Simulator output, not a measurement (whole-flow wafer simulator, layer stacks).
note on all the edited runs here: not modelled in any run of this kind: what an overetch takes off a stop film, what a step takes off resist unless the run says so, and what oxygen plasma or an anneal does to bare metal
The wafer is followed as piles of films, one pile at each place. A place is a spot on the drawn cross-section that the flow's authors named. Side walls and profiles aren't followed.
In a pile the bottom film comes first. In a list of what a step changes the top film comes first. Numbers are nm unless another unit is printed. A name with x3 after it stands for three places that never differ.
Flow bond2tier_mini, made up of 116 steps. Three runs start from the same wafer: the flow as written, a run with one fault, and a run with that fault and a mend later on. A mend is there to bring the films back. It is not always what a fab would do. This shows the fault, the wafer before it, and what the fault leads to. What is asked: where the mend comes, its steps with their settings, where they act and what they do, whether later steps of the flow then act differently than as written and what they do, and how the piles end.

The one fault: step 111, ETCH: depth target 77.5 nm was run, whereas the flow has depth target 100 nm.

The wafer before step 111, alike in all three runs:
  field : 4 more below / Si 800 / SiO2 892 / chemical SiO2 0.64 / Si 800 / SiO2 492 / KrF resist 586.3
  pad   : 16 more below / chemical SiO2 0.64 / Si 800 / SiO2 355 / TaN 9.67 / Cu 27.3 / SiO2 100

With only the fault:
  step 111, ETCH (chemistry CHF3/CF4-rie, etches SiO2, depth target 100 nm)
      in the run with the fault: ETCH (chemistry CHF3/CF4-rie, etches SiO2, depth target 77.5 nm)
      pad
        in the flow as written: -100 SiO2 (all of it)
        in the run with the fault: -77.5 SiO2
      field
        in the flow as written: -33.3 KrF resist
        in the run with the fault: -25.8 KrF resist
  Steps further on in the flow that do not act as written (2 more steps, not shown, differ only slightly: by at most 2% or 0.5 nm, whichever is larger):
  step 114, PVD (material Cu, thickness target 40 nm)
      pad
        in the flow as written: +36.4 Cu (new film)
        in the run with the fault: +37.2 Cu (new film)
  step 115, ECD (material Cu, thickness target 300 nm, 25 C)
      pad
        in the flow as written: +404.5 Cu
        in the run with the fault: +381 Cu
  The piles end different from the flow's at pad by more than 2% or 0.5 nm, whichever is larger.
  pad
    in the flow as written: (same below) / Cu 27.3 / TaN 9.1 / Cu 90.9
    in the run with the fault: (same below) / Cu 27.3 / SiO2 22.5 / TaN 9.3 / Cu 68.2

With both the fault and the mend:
  The mend stands after step 111.
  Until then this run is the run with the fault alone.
  step 111a, ETCH (chemistry CHF3/CF4-rie, etches SiO2, depth target 22.5 nm) (the flow's step 111, run once more with other settings)
      field
        -7.5 KrF resist
      pad
        -22.5 SiO2 (all of it)
  Every later step of the flow that is run acts as written at every place that is followed.
  The piles end the same as the flow's at every place that both follow.
